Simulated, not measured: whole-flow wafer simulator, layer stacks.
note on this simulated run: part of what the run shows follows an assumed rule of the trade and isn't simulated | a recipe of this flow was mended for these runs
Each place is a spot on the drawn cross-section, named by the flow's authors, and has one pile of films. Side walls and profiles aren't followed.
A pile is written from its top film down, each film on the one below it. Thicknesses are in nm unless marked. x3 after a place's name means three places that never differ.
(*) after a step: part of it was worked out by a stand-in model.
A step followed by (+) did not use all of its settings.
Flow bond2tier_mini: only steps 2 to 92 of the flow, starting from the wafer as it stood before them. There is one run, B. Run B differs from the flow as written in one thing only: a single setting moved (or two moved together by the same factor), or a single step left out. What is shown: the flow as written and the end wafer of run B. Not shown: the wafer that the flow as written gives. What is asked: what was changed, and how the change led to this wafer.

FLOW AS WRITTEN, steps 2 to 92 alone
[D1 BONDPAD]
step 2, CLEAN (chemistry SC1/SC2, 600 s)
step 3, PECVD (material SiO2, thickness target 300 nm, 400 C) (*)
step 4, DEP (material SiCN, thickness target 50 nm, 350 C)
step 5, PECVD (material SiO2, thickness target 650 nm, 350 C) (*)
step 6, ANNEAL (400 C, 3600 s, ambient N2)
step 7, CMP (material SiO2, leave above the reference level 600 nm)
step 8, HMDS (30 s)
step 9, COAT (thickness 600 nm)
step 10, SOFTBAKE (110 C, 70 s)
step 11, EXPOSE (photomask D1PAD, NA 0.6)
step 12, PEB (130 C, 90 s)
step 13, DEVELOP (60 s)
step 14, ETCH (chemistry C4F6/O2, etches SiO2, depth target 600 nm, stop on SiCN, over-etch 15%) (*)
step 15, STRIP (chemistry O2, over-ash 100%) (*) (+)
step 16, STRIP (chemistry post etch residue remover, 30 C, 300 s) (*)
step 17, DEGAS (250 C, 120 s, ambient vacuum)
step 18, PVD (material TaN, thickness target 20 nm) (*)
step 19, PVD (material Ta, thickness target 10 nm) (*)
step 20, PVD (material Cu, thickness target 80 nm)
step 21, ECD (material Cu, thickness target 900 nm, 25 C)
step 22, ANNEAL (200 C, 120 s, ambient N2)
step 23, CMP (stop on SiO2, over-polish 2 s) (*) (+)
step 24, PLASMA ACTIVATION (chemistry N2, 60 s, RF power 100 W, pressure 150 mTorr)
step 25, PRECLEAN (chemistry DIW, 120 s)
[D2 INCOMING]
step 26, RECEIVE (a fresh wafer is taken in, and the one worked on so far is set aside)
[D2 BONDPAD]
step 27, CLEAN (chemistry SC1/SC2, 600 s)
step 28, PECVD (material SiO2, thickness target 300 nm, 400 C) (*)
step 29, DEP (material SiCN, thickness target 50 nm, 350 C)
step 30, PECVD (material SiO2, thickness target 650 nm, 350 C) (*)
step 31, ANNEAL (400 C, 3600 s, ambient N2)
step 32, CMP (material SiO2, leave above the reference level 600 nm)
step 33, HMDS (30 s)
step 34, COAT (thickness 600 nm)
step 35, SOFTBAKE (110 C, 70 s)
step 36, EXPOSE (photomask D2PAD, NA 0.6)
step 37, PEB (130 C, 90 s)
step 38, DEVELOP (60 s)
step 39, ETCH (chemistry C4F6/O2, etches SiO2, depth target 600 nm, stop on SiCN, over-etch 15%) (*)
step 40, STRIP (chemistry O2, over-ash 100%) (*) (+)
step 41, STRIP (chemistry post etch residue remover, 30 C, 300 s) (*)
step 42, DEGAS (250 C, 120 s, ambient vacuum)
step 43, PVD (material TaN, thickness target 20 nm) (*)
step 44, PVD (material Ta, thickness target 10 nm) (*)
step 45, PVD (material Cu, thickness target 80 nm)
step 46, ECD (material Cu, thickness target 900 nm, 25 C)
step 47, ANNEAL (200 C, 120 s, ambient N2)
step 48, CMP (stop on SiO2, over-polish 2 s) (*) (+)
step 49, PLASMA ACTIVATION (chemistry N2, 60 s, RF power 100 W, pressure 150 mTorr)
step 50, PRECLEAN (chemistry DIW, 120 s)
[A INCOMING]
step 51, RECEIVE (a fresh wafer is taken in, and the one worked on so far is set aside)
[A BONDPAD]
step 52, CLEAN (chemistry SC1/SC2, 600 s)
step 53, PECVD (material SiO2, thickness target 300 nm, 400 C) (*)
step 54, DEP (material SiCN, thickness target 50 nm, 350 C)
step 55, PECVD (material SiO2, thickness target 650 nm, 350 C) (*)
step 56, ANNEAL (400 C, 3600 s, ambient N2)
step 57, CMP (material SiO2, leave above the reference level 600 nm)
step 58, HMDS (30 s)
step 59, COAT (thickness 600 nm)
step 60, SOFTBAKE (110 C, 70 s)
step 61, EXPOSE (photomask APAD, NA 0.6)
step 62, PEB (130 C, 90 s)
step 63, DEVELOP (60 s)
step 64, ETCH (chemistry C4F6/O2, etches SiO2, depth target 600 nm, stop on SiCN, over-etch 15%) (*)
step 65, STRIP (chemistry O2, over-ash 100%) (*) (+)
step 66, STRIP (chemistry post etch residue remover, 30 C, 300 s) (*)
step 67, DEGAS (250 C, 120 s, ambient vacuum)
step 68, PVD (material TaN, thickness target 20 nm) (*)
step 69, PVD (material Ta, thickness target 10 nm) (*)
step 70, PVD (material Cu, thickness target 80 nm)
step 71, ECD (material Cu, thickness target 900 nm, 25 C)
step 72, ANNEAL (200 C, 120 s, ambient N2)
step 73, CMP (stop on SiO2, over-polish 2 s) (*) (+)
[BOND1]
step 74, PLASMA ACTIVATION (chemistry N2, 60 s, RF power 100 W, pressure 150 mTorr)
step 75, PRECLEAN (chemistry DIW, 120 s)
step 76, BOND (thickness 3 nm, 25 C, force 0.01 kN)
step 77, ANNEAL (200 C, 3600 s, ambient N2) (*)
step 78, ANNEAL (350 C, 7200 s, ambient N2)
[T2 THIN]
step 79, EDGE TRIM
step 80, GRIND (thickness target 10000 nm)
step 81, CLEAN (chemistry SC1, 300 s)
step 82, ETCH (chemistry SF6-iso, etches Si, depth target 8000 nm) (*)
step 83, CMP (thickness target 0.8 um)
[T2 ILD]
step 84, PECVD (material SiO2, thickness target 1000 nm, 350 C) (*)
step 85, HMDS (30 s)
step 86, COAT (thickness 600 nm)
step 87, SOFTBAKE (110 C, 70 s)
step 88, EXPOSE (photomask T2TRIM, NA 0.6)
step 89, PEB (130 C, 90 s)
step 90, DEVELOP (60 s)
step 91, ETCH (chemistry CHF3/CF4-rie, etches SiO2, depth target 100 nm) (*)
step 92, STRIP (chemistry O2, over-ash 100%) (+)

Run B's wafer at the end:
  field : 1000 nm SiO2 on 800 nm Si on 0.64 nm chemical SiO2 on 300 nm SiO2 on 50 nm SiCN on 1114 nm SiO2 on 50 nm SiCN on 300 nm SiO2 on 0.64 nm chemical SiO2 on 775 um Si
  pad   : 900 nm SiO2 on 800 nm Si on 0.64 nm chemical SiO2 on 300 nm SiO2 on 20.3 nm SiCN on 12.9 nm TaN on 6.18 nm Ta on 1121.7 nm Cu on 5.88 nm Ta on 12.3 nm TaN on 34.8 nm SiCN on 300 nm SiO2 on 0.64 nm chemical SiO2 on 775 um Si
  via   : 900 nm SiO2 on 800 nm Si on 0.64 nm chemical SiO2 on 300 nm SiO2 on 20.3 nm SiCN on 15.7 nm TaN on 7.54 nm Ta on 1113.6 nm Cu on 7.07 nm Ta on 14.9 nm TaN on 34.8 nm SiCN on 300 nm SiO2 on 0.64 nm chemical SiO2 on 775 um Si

Cause: step 7, CMP: leave above the reference level 514 nm was run, though the flow has leave above the reference level 600 nm; step 9, COAT: thickness 514 nm was run, where the flow has thickness 600 nm.

Step by step, how the change led to this:
  step 7, CMP (material SiO2, leave above the reference level 600 nm)
      field, pad, via: SiO2 loses 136 (as written it would have been: SiO2 loses 50)
  step 9, COAT (thickness 600 nm)
      field, pad, via: thick-KrF-resist gains 514 (new film) (as written it would have been: thick-KrF-resist gains 600 (new film))
  step 12, PEB (130 C, 90 s)
      field, pad, via: thick-KrF-resist loses 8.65 (as written it would have been: thick-KrF-resist loses 10.3)
  step 13, DEVELOP (60 s)
      pad, via: thick-KrF-resist loses 505.3 (all of it) (as written it would have been: thick-KrF-resist loses 589.7 (all of it))
  step 14, ETCH (chemistry C4F6/O2, etches SiO2, depth target 600 nm, stop on SiCN, over-etch 15%) (*)
      pad, via: SiO2 loses 514 (all of it), SiCN loses 29.7 (as written it would have been: SiO2 loses 600 (all of it), SiCN loses 15.2)
      field: thick-KrF-resist loses 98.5 (as written it would have been: thick-KrF-resist loses 115)
  step 15, STRIP (chemistry O2, over-ash 100%) (*) (+)
      field: thick-KrF-resist loses 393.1 (all of it) (as written it would have been: thick-KrF-resist loses 460.9 (all of it))
  step 18, PVD (material TaN, thickness target 20 nm) (*)
      pad: TaN gains 12.9 (new film) (as written it would have been: TaN gains 12.3 (new film))
      via: TaN gains 15.7 (new film) (as written it would have been: TaN gains 14.9 (new film))
  step 20, PVD (material Cu, thickness target 80 nm)
      pad: Cu gains 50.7 (new film) (as written it would have been: Cu gains 48.4 (new film))
      via: Cu gains 62.5 (new film) (as written it would have been: Cu gains 59 (new film))
  step 21, ECD (material Cu, thickness target 900 nm, 25 C)
      pad: Cu gains 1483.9 (as written it would have been: Cu gains 1558.7)
      via: Cu gains 1467.9 (as written it would have been: Cu gains 1544.3)
  step 76, BOND (thickness 3 nm, 25 C, force 0.01 kN)
      field: Si gains 775 um (new film), chemical SiO2 gains 0.64 (new film), SiO2 gains 300 (new film), SiCN gains 50 (new film), SiO2 gains 514 (as written it would have been: Si gains 775 um (new film), chemical SiO2 gains 0.64 (new film), SiO2 gains 300 (new film), SiCN gains 50 (new film), SiO2 gains 600)
      pad: Si gains 775 um (new film), chemical SiO2 gains 0.64 (new film), SiO2 gains 300 (new film), SiCN gains 20.3 (new film), TaN gains 12.9 (new film), Ta gains 6.18 (new film), Cu gains 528 (as written it would have been: Si gains 775 um (new film), chemical SiO2 gains 0.64 (new film), SiO2 gains 300 (new film), SiCN gains 34.8 (new film), TaN gains 12.3 (new film), Ta gains 5.88 (new film), Cu gains 600.4)
      (and at 1 other place as well)
